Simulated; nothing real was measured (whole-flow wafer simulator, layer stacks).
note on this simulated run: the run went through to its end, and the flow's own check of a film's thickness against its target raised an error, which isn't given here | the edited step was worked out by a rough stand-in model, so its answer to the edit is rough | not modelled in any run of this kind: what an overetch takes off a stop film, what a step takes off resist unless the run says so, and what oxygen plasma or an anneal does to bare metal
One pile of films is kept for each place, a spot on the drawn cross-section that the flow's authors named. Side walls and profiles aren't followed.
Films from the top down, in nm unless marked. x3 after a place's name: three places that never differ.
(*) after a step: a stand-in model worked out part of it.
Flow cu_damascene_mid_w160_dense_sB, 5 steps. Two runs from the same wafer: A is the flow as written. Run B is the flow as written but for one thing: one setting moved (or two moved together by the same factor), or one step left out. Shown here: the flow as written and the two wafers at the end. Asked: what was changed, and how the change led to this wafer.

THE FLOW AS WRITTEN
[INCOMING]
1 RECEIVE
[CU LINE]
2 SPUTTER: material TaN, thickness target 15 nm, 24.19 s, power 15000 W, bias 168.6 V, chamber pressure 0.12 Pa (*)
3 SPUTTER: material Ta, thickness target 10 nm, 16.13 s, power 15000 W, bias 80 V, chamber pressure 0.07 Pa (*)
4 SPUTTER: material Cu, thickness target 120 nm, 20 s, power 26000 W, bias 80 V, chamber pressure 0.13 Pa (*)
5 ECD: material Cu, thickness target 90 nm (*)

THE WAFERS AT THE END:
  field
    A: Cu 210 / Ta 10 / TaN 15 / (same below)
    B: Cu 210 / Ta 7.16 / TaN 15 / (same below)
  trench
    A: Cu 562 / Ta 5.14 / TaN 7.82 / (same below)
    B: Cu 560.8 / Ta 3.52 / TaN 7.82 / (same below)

The cause: step 3, SPUTTER: power 10740 W was run, where the flow has power 15000 W.

How the change led to this, step by step:
  3 SPUTTER: material Ta, thickness target 10 nm, 16.13 s, power 15000 W, bias 80 V, chamber pressure 0.07 Pa (*)
      field: A Ta +10 (new film) | B Ta +7.16 (new film)
      trench: A Ta +5.14 (new film) | B Ta +3.52 (new film)
